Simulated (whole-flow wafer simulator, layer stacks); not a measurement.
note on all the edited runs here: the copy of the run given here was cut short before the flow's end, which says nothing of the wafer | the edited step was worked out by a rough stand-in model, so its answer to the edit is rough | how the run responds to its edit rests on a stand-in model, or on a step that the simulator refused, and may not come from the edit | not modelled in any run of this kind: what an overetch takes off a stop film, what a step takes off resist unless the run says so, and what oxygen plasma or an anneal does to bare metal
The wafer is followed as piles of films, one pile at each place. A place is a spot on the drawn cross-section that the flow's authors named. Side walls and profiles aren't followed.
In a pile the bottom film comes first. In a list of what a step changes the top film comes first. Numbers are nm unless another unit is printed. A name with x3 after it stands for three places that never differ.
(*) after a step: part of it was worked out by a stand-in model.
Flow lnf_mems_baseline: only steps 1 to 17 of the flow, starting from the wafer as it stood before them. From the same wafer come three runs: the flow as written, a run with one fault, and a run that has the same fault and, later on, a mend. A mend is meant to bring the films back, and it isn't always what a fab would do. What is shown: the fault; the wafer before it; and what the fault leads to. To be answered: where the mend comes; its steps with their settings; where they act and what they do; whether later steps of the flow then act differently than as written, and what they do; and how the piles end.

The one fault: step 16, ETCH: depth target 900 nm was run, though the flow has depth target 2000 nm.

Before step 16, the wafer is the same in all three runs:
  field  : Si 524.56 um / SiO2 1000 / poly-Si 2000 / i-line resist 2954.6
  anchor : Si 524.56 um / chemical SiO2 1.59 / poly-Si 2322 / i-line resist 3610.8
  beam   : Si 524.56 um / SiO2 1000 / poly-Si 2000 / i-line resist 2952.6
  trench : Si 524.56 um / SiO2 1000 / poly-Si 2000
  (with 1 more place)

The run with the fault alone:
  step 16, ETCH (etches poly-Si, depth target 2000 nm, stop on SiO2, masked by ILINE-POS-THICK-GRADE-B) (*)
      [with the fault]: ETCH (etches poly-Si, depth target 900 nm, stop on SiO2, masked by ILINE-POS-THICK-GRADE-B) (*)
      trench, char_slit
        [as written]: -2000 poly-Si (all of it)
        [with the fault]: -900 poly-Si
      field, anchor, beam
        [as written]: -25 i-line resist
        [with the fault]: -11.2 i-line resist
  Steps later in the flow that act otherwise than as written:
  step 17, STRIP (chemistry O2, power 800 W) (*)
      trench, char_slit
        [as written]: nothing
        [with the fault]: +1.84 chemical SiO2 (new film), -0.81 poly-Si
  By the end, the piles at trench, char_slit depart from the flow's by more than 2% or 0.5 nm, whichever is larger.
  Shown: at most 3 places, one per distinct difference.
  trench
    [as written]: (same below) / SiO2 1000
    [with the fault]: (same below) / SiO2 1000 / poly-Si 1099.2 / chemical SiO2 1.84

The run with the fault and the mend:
  The mend follows step 16.
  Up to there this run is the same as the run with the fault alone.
  step 16a, ETCH (etches poly-Si, depth target 1100 nm, stop on SiO2, masked by ILINE-POS-THICK-GRADE-B) (*) (the flow's step 16, run once more with other settings)
      field, anchor, beam
        -13.8 i-line resist
      trench, char_slit
        -1100 poly-Si (all of it)
  Every later step of the flow that is run acts as written at every place that is followed.
  At every place that both follow, the piles at the end match the flow's.
